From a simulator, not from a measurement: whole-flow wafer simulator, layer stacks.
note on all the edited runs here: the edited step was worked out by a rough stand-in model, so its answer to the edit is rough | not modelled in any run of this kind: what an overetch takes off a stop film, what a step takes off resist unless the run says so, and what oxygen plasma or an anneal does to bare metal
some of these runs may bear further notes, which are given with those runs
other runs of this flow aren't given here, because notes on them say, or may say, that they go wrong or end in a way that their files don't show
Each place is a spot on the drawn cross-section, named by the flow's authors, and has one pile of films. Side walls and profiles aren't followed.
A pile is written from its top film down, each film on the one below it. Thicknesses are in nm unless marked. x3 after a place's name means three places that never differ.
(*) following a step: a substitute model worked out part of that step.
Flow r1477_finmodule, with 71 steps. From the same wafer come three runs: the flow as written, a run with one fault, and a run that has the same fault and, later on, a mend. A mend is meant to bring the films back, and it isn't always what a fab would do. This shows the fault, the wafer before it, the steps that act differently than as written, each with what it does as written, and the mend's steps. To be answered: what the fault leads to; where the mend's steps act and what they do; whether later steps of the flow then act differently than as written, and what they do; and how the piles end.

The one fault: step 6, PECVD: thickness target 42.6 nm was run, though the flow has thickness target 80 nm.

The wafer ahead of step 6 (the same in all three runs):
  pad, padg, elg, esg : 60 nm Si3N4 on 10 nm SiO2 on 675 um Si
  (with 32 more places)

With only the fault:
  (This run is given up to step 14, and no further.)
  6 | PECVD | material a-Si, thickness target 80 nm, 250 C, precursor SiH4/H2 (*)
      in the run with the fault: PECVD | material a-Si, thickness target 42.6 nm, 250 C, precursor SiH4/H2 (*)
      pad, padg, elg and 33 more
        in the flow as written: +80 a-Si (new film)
        in the run with the fault: +42.6 a-Si (new film)
  Later steps of the flow up to step 14 that are run all act as written at every place that is followed.
  After step 14, at pad, padg, elg and 33 more, the piles differ from the flow's by more than 2% or 0.5 nm, whichever is larger.
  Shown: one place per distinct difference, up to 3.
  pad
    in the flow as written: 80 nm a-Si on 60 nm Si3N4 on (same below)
    in the run with the fault: 42.6 nm a-Si on 60 nm Si3N4 on (same below)
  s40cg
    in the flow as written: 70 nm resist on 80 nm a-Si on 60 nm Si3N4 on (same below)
    in the run with the fault: 70 nm resist on 42.6 nm a-Si on 60 nm Si3N4 on (same below)

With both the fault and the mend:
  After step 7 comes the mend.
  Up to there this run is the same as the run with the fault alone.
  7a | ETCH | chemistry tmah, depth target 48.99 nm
      pad, padg, elg and 33 more
        -42.6 a-Si (all of it)
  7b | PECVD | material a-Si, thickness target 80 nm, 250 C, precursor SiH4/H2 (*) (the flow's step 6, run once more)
      pad, padg, elg and 33 more
        +80 a-Si (new film)
  Later steps of the flow that are run all act as written at every place that is followed.
  At every place that both follow, the piles at the end match the flow's.
